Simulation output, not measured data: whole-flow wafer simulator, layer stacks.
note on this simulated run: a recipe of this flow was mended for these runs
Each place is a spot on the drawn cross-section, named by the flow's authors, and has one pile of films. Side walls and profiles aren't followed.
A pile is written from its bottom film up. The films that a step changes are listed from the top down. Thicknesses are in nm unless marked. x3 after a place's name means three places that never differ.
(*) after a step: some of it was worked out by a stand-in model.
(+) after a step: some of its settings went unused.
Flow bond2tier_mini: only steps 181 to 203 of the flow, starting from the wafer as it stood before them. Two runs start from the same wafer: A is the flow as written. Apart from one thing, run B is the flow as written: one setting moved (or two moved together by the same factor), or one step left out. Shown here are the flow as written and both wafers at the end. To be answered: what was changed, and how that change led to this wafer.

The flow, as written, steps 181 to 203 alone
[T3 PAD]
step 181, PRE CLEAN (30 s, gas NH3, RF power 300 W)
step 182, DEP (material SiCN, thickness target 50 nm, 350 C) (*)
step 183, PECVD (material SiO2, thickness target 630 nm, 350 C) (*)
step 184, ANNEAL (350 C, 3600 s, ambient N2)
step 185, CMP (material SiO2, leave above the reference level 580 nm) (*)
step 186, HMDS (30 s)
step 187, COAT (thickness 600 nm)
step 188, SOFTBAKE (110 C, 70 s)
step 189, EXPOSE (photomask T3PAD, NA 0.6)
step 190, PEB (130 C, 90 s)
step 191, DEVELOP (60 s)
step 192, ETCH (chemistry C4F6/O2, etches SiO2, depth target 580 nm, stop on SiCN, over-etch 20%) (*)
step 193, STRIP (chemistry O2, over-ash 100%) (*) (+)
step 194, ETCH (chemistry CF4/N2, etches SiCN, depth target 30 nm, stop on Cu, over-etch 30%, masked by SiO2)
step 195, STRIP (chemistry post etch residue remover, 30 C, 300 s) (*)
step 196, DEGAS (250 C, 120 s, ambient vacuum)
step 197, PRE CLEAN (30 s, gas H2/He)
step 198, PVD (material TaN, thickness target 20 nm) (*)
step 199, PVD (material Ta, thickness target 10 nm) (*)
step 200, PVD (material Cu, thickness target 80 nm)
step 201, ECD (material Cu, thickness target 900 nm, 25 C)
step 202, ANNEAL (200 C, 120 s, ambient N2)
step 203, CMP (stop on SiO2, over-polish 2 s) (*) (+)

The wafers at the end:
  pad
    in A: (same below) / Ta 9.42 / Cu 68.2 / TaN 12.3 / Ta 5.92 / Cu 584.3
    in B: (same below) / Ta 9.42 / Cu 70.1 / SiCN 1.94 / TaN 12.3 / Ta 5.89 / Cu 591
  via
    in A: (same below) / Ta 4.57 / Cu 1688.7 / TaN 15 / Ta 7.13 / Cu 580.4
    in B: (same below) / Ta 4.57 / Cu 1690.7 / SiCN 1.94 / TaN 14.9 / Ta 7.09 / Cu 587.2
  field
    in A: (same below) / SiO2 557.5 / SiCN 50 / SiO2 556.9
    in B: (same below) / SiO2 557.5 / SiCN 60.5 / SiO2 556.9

What caused this: step 182, DEP: thickness target 60.5 nm was run, though the flow has thickness target 50 nm.
One can read it off the wafer: field has SiCN 60.5, and step 182 as written asks for 50 nm.

How this came from the change, step by step:
  step 182, DEP (material SiCN, thickness target 50 nm, 350 C) (*)
      field, pad, via: A SiCN gains 50 (new film) | B SiCN gains 60.5 (new film)
  step 194, ETCH (chemistry CF4/N2, etches SiCN, depth target 30 nm, stop on Cu, over-etch 30%, masked by SiO2)
      pad, via: A SiCN loses 30.4 (all of it), Cu loses 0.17 | B SiCN loses 39
  step 195, STRIP (chemistry post etch residue remover, 30 C, 300 s) (*)
      pad, via: A Cu loses 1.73 | B nothing
If metal films that touch count as one body, pad has 4 bodies (between them, from the top down: SiCN 1.94; SiO2 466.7 / Si 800 / chemical SiO2 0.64 / SiO2 300 / SiCN 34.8; SiO2 466.7 / Si 800 / chemical SiO2 0.64 / SiO2 300 / SiCN 34.8); the flow as written gives 3 bodies (between them, from the top down: SiO2 466.7 / Si 800 / chemical SiO2 0.64 / SiO2 300 / SiCN 34.8; SiO2 466.7 / Si 800 / chemical SiO2 0.64 / SiO2 300 / SiCN 34.8).
If metal films that touch count as one body, via has 2 bodies (between them, from the top down: SiCN 1.94); the flow as written gives 1 body.
